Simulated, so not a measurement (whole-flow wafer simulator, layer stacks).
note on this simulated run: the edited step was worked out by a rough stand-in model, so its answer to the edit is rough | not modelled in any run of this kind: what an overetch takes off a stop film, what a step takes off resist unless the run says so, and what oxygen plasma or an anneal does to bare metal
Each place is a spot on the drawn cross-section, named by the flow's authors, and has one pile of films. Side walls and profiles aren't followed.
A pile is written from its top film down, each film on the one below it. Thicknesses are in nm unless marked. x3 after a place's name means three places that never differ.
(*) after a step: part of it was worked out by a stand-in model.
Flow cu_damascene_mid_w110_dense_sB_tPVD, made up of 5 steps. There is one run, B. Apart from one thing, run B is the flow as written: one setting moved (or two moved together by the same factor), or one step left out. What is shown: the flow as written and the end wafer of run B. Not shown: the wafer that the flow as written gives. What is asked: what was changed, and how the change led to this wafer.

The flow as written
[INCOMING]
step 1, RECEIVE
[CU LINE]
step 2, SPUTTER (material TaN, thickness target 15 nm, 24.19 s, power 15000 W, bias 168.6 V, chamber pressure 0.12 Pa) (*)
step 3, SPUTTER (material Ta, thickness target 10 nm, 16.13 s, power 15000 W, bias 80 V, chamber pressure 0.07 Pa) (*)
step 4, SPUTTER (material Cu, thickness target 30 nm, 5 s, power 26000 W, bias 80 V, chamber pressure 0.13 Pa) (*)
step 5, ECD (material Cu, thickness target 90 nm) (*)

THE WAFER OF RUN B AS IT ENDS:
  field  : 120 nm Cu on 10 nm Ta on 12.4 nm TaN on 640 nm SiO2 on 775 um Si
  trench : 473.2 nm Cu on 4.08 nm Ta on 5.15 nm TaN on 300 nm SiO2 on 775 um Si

The reason: step 2, SPUTTER: power 12400 W was run, though the flow has power 15000 W.

Step by step, how the change led to this:
  step 2, SPUTTER (material TaN, thickness target 15 nm, 24.19 s, power 15000 W, bias 168.6 V, chamber pressure 0.12 Pa) (*)
      field: +12.4 TaN (new film) (it would be, as written: +15 TaN (new film))
      trench: +5.15 TaN (new film) (it would be, as written: +6.23 TaN (new film))
